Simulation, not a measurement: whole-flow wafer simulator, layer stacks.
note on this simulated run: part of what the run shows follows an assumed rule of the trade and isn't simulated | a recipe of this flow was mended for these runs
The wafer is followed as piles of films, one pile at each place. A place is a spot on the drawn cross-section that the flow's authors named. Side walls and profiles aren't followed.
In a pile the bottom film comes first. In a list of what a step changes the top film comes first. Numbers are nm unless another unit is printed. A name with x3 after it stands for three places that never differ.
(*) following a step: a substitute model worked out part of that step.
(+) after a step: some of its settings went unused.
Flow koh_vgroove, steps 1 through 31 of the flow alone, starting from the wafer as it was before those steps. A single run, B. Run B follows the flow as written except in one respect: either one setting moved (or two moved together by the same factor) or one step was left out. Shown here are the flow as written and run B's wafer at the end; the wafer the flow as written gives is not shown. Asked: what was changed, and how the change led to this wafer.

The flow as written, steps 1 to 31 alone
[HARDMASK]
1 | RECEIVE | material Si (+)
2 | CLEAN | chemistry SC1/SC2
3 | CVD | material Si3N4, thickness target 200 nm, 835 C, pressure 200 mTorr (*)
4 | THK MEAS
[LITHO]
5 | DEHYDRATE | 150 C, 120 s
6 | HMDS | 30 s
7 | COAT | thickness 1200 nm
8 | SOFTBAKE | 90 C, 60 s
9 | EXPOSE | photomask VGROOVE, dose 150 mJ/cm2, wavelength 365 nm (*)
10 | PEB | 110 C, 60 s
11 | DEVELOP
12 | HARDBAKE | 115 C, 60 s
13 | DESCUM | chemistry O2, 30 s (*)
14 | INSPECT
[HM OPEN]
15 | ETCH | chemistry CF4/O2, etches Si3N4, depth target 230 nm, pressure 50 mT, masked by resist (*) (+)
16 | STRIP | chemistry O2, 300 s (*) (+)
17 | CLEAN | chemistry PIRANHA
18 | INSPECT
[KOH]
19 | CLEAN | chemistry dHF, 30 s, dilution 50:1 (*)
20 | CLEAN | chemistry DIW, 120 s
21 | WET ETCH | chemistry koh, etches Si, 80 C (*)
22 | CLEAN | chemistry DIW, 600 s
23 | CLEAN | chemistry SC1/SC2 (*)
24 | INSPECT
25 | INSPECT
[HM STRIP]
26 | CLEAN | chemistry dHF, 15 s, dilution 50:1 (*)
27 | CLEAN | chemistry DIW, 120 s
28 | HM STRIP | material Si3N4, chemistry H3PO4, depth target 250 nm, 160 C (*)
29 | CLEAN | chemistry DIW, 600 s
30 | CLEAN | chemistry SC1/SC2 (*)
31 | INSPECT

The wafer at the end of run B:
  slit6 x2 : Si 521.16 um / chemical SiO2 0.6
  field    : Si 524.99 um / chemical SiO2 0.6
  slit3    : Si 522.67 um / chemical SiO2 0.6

The reason: step 3, CVD: 800 C was run, while the flow as written has 835 C.

How this came from the change, step by step:
  3 | CVD | material Si3N4, thickness target 200 nm, 835 C, pressure 200 mTorr (*)
      field, slit3, slit2, slit6 x2: +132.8 Si3N4 (new film) (it would be, as written: +200 Si3N4 (new film))
  15 | ETCH | chemistry CF4/O2, etches Si3N4, depth target 230 nm, pressure 50 mT, masked by resist (*) (+)
      slit3, slit2, slit6 x2: -132.8 Si3N4 (all of it), -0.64 chemical SiO2 (all of it), -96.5 Si (it would be, as written: -200 Si3N4 (all of it), -0.64 chemical SiO2 (all of it), -29.4 Si)
  28 | HM STRIP | material Si3N4, chemistry H3PO4, depth target 250 nm, 160 C (*)
      field: -131.6 Si3N4 (all of it), -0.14 chemical SiO2, -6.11 Si (it would be, as written: -198.7 Si3N4 (all of it), -0.14 chemical SiO2, -2.75 Si)
